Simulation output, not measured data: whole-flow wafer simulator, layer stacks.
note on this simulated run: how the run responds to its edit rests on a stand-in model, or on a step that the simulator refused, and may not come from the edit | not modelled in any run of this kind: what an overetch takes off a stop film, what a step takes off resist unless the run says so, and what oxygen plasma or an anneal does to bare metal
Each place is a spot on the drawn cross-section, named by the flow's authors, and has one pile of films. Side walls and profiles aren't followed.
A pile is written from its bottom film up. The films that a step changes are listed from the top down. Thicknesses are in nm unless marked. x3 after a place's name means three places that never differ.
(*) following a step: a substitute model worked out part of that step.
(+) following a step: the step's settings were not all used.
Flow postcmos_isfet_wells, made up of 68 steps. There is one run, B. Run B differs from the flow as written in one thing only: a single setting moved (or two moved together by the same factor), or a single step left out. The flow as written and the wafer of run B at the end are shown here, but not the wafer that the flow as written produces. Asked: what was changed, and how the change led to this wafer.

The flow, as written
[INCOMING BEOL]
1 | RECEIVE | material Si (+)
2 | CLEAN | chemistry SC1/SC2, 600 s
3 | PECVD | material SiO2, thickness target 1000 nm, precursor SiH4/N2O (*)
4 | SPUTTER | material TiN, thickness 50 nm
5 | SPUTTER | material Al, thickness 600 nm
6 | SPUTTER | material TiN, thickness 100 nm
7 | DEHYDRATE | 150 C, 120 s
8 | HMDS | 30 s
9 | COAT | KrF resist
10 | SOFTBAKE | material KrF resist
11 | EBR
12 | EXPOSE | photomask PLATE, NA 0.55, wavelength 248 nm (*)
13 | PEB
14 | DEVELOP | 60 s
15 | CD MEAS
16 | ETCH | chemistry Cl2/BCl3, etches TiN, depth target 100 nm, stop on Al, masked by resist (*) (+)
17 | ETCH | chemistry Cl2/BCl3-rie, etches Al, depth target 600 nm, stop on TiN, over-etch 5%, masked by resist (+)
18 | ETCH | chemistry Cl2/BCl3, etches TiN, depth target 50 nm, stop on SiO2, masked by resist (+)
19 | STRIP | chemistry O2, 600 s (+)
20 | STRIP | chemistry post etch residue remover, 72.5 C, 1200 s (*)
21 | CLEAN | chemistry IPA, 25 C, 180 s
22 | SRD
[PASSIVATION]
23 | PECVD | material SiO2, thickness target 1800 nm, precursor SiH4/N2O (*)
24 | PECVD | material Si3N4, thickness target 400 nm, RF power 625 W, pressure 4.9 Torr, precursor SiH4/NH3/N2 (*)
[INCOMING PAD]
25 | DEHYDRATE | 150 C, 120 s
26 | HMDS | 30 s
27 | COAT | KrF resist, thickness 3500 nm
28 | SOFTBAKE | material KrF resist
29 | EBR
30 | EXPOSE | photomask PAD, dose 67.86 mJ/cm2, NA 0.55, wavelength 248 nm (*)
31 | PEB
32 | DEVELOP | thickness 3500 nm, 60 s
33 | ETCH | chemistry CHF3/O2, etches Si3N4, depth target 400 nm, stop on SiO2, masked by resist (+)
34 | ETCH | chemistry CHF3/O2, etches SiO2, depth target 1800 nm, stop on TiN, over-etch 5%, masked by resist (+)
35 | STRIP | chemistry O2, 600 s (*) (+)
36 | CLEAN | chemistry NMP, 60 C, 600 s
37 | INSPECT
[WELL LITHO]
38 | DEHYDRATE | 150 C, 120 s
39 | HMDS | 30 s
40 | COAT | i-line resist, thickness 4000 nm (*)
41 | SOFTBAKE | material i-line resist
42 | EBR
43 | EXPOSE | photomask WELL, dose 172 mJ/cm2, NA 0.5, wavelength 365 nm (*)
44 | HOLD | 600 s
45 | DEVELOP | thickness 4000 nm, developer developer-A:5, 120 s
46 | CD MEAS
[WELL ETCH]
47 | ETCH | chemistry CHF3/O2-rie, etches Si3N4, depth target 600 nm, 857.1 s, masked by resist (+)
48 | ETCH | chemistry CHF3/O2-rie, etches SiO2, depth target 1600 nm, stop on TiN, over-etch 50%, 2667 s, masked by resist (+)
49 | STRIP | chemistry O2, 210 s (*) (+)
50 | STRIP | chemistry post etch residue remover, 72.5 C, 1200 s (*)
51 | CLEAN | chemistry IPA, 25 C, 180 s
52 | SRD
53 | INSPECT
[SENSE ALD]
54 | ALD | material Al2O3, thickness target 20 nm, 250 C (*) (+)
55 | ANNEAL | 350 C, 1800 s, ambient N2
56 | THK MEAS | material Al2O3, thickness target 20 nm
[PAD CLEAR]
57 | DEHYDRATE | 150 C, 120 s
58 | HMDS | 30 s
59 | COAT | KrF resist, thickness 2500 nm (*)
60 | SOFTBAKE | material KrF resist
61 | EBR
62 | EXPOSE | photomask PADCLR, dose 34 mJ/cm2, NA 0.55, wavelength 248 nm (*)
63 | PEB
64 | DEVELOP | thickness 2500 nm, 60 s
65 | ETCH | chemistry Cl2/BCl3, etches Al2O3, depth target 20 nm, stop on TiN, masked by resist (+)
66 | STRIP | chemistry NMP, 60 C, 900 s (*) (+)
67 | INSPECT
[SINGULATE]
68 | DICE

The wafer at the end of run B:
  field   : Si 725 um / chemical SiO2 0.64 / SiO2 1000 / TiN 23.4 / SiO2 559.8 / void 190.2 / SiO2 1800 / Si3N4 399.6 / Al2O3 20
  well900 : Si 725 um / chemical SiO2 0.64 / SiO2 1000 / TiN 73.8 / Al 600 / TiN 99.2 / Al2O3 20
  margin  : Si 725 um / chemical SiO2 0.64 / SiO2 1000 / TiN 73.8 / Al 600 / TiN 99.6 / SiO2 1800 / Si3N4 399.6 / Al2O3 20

Cause: step 4, SPUTTER: thickness 73.8 nm was run, though the flow has thickness 50 nm.
One can read it off the wafer: well900 has TiN 73.8, and step 4 as written asks for 50 nm.

How this came from the change, step by step:
  4 | SPUTTER | material TiN, thickness 50 nm
      field, margin, well900, well1300 x3, pad_rim, pad_clr, pad_open: TiN gains 73.8 (new film) (in the flow as written it would be: TiN gains 50 (new film))
  18 | ETCH | chemistry Cl2/BCl3, etches TiN, depth target 50 nm, stop on SiO2, masked by resist (+)
      field: TiN loses 50 (in the flow as written it would be: TiN loses 50 (all of it))
  23 | PECVD | material SiO2, thickness target 1800 nm, precursor SiH4/N2O (*)
      field: SiO2 gains 1800 (new film), void gains 190.2 (new film), SiO2 gains 559.8 (new film) (in the flow as written it would be: SiO2 gains 1800 (new film), void gains 189.9 (new film), SiO2 gains 559.7)
With metal films that touch counted as one body, field has 1 body; the flow as written gives 0 bodies.
